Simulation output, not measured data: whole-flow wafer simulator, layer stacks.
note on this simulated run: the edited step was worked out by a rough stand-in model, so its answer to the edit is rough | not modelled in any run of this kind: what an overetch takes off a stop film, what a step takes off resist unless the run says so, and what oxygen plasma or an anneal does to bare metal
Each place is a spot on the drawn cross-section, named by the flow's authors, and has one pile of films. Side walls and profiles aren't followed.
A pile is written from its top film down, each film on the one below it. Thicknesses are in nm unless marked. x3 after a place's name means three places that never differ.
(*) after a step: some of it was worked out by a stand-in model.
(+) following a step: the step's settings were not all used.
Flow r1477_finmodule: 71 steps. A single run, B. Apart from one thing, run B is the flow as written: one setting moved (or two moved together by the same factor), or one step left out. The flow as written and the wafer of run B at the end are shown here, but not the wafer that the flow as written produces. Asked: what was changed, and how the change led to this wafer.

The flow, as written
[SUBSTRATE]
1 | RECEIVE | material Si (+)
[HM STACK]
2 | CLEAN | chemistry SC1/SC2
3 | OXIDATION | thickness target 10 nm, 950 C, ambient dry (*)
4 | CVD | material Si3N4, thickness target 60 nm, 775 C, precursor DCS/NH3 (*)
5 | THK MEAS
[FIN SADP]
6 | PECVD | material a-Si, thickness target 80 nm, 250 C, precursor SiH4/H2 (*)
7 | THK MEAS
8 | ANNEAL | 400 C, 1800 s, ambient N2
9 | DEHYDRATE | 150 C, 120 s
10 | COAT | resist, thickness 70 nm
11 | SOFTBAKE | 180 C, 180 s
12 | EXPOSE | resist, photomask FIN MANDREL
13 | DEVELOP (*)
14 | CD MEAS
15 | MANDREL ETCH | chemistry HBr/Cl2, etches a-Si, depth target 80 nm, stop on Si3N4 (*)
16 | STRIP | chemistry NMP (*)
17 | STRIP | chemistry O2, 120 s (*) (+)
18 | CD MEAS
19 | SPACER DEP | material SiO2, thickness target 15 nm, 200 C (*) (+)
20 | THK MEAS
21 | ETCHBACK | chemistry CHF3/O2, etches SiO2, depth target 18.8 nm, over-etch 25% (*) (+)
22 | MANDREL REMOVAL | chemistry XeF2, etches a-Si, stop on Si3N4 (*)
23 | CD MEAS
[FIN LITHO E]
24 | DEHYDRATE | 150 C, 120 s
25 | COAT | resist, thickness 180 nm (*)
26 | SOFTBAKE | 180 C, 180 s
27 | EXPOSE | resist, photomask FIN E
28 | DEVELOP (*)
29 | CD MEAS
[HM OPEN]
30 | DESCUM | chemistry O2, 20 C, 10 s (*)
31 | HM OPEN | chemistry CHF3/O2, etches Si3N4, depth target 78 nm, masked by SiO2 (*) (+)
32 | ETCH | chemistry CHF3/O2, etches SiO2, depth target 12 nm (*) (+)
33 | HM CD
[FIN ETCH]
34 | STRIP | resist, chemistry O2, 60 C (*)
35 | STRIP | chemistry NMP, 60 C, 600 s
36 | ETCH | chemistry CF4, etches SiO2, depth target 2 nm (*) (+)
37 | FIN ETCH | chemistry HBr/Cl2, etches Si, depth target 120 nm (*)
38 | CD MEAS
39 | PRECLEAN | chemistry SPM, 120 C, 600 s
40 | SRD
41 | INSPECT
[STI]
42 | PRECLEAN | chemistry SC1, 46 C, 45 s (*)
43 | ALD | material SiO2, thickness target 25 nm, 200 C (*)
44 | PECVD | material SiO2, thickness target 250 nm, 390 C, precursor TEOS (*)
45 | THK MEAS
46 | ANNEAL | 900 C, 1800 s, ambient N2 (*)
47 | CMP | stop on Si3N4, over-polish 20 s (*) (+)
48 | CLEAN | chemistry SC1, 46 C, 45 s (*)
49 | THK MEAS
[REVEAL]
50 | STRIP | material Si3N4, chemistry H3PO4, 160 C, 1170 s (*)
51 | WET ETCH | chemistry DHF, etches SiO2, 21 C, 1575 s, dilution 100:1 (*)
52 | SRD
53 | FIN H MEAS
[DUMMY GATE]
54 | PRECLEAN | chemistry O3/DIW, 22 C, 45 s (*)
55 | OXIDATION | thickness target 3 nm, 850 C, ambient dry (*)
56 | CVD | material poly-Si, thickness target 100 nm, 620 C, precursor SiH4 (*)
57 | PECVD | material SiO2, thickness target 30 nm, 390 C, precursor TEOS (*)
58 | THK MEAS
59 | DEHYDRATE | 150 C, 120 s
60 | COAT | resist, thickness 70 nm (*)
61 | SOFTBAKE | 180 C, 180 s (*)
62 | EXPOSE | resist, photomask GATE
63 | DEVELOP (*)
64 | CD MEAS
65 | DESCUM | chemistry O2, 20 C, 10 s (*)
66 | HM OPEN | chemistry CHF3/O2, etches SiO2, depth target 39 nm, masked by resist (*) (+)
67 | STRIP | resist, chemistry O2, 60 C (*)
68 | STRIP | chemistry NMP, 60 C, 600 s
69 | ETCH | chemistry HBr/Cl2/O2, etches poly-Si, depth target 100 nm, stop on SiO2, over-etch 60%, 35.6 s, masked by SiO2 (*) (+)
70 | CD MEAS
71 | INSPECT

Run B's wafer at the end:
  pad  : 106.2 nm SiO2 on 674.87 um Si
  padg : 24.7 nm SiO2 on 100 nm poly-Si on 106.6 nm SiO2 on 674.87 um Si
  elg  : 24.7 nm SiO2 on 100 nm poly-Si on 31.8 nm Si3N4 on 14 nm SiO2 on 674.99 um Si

What caused this: step 3, OXIDATION: thickness target 14 nm was run, while the flow as written has thickness target 10 nm.
One can read it off the wafer: elg has SiO2 14, and step 3 as written asks for 10 nm.

How this came from the change, step by step:
  3 | OXIDATION | thickness target 10 nm, 950 C, ambient dry (*)
      pad, padg, elg and 33 more: SiO2 gains 14 (new film), chemical SiO2 loses 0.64 (all of it), Si loses 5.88 (it would be, as written: SiO2 gains 10 (new film), chemical SiO2 loses 0.64 (all of it), Si loses 4.12)
  31 | HM OPEN | chemistry CHF3/O2, etches Si3N4, depth target 78 nm, masked by SiO2 (*) (+)
      pad, padg, esg and 13 more: Si3N4 loses 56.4 (all of it), SiO2 loses 10.8 (it would be, as written: Si3N4 loses 56.4 (all of it), SiO2 loses 10 (all of it))
  32 | ETCH | chemistry CHF3/O2, etches SiO2, depth target 12 nm (*) (+)
      pad, padg, e40sg and 11 more: SiO2 loses 3.19 (all of it), Si loses 1.76 (it would be, as written: Si loses 2.4)
      esg, eso: SiO2 loses 3.19 (all of it), Si loses 1.76 (it would be, as written: Si loses 1.77)
      (as well as at 6 more places)
  47 | CMP | stop on Si3N4, over-polish 20 s (*) (+)
      pad, padg, e40sg and 11 more: SiO2 loses 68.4 (it would be, as written: SiO2 loses 71.8)
      eso: SiO2 loses 68.4 (it would be, as written: SiO2 loses 72.4)
  51 | WET ETCH | chemistry DHF, etches SiO2, 21 C, 1575 s, dilution 100:1 (*)
      s40sg_line, s45sg_line, s50sg_line, s40so_line, s45so_line, s50so_line: SiO2 loses 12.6 (all of it) (it would be, as written: SiO2 loses 8.63 (all of it))
  56 | CVD | material poly-Si, thickness target 100 nm, 620 C, precursor SiH4 (*)
      s40cg, s40co: poly-Si gains 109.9 (new film) (it would be, as written: poly-Si gains 113.9 (new film))
      s45cg, s45co: poly-Si gains 109.4 (new film) (it would be, as written: poly-Si gains 113.4 (new film))
      (as well as at 2 more places)
  60 | COAT | resist, thickness 70 nm (*)
      s40sg, s40so: resist gains 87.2 (new film) (it would be, as written: resist gains 91 (new film))
      s45sg, s45so: resist gains 87.1 (new film) (it would be, as written: resist gains 91 (new film))
      (as well as at 2 more places)
  63 | DEVELOP (*)
      s40so: resist loses 87.2 (all of it) (it would be, as written: resist loses 91 (all of it))
      s45so: resist loses 87.1 (all of it) (it would be, as written: resist loses 91 (all of it))
      (as well as at 1 more place)
  67 | STRIP | resist, chemistry O2, 60 C (*)
      s40sg: resist loses 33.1 (all of it) (it would be, as written: resist loses 36.9 (all of it))
      s45sg: resist loses 33 (all of it) (it would be, as written: resist loses 36.9 (all of it))
      (as well as at 1 more place)
  69 | ETCH | chemistry HBr/Cl2/O2, etches poly-Si, depth target 100 nm, stop on SiO2, over-etch 60%, 35.6 s, masked by SiO2 (*) (+)
      s40co: chemical SiO2 loses 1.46 (all of it), poly-Si loses 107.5 (all of it), SiO2 loses 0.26 (it would be, as written: chemical SiO2 loses 1.46 (all of it), poly-Si loses 111.5 (all of it), SiO2 loses 0.24)
      s45co: chemical SiO2 loses 1.46 (all of it), poly-Si loses 106.9 (all of it), SiO2 loses 0.27 (it would be, as written: chemical SiO2 loses 1.46 (all of it), poly-Si loses 110.9 (all of it), SiO2 loses 0.25)
      (as well as at 1 more place)
